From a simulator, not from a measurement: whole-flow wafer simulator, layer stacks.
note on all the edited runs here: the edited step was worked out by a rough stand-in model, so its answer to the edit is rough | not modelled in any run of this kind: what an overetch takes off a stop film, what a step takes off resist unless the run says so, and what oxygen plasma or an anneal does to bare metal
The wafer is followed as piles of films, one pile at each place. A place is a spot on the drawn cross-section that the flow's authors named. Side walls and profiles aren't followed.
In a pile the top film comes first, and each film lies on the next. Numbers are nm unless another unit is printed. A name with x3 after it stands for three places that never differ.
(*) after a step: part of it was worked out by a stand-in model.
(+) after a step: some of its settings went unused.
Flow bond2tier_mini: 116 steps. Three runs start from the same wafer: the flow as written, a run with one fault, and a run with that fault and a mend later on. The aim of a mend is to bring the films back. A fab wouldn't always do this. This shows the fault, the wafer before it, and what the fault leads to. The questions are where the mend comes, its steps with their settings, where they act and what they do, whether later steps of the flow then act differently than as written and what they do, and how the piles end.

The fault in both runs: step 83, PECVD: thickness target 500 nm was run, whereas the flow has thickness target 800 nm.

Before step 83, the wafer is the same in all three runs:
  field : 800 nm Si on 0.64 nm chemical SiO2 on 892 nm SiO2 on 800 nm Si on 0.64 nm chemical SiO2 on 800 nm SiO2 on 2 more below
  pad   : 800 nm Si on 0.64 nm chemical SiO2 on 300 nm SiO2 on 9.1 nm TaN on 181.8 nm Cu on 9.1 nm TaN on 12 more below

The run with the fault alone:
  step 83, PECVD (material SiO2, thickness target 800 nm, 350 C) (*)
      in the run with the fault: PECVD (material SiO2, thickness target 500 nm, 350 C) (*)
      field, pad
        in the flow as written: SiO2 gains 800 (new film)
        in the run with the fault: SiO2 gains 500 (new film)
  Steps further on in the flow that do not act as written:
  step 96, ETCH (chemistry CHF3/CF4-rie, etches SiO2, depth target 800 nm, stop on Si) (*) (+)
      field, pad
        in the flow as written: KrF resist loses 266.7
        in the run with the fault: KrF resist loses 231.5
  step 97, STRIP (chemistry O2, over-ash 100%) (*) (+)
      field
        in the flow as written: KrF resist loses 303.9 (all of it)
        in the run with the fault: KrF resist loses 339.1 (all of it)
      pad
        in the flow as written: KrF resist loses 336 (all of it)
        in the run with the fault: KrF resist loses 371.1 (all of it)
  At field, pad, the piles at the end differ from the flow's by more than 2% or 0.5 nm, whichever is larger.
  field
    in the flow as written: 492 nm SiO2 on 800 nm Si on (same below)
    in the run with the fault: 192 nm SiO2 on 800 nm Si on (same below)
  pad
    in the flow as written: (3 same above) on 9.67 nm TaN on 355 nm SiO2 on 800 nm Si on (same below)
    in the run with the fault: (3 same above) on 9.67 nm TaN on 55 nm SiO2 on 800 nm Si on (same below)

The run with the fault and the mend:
  The mend stands after step 83.
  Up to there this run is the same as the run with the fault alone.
  step 83a, PECVD (material SiO2, thickness target 300 nm, 350 C) (*) (the flow's step 83 again, with other settings)
      field, pad
        SiO2 gains 300
  Later steps of the flow that are run all act as written at every place that is followed.
  By the end, the piles equal the flow's at every place that both follow.
